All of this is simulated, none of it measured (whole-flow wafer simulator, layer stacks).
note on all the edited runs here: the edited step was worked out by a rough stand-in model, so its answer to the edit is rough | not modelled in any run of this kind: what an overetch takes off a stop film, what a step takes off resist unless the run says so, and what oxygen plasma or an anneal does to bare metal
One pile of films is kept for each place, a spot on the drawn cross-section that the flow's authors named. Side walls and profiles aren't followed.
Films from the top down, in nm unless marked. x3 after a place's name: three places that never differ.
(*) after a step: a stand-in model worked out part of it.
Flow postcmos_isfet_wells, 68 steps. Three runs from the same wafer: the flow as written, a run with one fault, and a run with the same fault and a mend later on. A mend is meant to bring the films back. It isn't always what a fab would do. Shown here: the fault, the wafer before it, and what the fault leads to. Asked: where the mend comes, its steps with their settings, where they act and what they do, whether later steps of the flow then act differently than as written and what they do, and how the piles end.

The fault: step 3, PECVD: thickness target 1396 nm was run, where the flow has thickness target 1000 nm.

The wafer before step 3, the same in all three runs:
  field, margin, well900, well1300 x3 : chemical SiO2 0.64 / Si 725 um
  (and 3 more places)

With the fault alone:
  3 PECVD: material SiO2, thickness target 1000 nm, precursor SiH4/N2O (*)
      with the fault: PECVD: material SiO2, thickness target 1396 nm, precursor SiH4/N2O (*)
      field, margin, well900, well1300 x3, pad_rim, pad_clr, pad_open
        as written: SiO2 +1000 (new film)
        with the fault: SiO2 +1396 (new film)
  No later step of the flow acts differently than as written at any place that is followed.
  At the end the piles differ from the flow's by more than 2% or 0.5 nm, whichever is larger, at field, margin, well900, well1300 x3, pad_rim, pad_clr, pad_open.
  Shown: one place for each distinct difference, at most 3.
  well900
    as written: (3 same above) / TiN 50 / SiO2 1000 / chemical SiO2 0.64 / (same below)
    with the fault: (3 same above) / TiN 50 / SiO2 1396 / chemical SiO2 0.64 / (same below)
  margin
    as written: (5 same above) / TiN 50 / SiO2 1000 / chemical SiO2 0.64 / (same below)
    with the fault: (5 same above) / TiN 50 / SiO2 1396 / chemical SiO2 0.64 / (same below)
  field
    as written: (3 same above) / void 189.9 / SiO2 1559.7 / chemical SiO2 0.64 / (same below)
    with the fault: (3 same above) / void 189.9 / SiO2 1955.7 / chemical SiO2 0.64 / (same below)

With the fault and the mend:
  The mend comes after step 3.
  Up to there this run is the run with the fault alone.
  3a ETCH: chemistry boe, depth target 1605 nm
      field, margin, well900, well1300 x3, pad_rim, pad_clr, pad_open
        SiO2 -1396 (all of it), chemical SiO2 -0.64 (all of it)
  3b PECVD: material SiO2, thickness target 1000 nm, precursor SiH4/N2O (the flow's step 3 once more)
      field, margin, well900, well1300 x3, pad_rim, pad_clr, pad_open
        SiO2 +1000 (new film)
  No later step of the flow acts differently than as written at any place that is followed.
  At the end the piles differ from the flow's by more than 2% or 0.5 nm, whichever is larger, at field, margin, well900, well1300 x3, pad_rim, pad_clr, pad_open.
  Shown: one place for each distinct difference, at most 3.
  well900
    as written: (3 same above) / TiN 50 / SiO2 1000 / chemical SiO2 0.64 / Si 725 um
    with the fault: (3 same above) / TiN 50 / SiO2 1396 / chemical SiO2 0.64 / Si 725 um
    with the mend: (3 same above) / TiN 50 / SiO2 1000 / Si 725 um
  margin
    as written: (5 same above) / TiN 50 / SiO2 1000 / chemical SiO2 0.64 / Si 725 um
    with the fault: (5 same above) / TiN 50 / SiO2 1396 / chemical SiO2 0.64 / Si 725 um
    with the mend: (5 same above) / TiN 50 / SiO2 1000 / Si 725 um
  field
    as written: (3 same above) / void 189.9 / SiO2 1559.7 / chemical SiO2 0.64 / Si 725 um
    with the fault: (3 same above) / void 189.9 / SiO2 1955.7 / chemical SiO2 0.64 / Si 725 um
    with the mend: (3 same above) / void 189.9 / SiO2 1559.7 / Si 725 um
